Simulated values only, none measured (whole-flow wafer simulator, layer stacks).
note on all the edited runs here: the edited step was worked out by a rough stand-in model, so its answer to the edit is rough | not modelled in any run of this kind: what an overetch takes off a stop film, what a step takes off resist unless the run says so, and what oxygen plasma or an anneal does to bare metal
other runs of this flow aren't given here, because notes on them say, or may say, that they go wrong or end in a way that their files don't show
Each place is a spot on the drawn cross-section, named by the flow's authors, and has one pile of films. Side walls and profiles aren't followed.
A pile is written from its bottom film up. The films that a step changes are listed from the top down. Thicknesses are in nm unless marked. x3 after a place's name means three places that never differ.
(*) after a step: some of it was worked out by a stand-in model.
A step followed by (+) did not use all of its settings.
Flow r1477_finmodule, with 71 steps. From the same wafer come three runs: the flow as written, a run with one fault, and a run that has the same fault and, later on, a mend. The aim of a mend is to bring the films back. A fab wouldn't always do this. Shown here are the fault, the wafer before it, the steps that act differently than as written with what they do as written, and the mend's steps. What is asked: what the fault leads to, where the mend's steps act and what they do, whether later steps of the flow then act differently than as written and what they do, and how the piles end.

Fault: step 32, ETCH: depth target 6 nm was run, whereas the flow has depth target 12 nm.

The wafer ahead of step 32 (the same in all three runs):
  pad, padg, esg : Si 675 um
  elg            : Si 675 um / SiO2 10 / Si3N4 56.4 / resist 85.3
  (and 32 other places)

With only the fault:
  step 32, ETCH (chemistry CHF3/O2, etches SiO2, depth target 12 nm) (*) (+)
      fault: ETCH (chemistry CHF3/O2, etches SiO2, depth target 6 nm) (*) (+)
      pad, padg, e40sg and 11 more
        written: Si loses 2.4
        fault: Si loses 1.2
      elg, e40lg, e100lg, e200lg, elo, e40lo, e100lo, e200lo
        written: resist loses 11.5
        fault: resist loses 5.75
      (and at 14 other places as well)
  Steps later in the flow that act otherwise than as written (not shown: 1 more step that differs only slightly, by at most 2% or 0.5 nm, whichever is larger):
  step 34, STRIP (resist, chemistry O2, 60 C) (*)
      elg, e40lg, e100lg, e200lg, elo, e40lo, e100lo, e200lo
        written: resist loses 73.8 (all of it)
        fault: resist loses 79.5 (all of it)
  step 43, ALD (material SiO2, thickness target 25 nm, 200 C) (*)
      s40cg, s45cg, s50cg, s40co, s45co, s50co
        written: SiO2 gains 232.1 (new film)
        fault: SiO2 gains 236.9 (new film)
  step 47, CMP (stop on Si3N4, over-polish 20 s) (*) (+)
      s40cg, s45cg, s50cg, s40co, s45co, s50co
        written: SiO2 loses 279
        fault: SiO2 loses 285
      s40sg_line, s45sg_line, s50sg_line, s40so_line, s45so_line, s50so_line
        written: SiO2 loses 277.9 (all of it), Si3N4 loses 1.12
        fault: SiO2 loses 283.9 (all of it), Si3N4 loses 1.12
  When the end is reached, the piles differ only a little from the flow's at the places that both follow, at most by 2% or 0.5 nm, whichever is larger.

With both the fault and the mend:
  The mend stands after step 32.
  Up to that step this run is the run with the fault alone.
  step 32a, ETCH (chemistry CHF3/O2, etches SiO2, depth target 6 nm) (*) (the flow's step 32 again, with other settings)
      pad, padg, e40sg and 11 more
        Si loses 1.2
      elg, e40lg, e100lg, e200lg, elo, e40lo, e100lo, e200lo
        resist loses 5.75
      s40sg_line, s45sg_line, s50sg_line, s40so_line, s45so_line, s50so_line
        SiO2 loses 6
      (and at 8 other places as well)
  None of the later steps of the flow differs from how it acts as written, at any place that is followed, by more than 2% or 0.5 nm, whichever is larger.
  When the end is reached, the piles differ only a little from the flow's at the places that both follow, at most by 2% or 0.5 nm, whichever is larger.
